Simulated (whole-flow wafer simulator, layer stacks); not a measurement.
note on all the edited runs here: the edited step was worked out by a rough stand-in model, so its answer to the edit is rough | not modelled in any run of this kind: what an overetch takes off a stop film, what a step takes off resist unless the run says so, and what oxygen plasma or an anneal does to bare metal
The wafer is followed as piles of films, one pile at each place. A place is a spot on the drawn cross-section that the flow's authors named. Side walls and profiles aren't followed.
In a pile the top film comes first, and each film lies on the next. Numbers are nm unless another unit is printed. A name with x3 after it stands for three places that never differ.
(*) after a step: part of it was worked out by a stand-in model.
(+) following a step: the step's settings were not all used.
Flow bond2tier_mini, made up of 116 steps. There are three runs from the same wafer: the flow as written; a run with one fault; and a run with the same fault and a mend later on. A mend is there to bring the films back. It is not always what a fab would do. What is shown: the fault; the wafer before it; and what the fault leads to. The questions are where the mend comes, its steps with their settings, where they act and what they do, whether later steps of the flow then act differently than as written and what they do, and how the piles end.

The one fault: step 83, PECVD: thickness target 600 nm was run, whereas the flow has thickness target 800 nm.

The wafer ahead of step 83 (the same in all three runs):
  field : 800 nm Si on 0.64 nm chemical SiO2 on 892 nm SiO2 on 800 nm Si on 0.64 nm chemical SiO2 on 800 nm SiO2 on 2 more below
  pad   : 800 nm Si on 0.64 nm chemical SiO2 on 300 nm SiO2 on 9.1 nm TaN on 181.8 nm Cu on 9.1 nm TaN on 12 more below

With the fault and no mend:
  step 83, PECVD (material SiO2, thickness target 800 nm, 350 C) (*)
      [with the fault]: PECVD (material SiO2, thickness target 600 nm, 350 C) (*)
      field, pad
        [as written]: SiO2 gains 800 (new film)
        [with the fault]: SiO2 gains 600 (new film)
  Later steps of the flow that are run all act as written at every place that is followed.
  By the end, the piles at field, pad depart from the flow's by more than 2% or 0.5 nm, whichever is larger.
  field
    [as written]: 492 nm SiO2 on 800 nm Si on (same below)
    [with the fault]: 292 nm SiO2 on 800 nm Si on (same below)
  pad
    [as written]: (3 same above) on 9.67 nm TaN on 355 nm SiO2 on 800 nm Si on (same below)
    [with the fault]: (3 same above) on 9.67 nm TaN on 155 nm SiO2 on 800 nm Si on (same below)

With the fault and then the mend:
  The mend stands after step 88.
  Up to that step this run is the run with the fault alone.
  step 88a, STRIP (chemistry O2, over-ash 100%) (+)
      field
        KrF resist loses 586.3 (all of it)
  step 88b, PECVD (material SiO2, thickness target 200 nm, 350 C) (a further turn of the flow's step 83, with different settings)
      field, pad
        SiO2 gains 200
  step 88c, COAT (KrF resist, thickness 600 nm) (a further turn of the flow's step 84)
      field, pad
        KrF resist gains 600 (new film)
  step 88d, SOFTBAKE (KrF resist) (a further turn of the flow's step 85)
      alters no film at any place that is followed
  step 88e, EXPOSE (photomask T3TRIM, NA 0.6) (a further turn of the flow's step 86)
      alters no film at any place that is followed
  step 88f, PEB (KrF resist) (a further turn of the flow's step 87)
      alters no film at any place that is followed
  step 88g, DEVELOP (developer TMAH-0.26N, 60 s) (a further turn of the flow's step 88)
      field
        KrF resist loses 13.7
      pad
        KrF resist loses 600 (all of it)
  Later steps of the flow that are run all act as written at every place that is followed.
  By the end, the piles equal the flow's at every place that both follow.
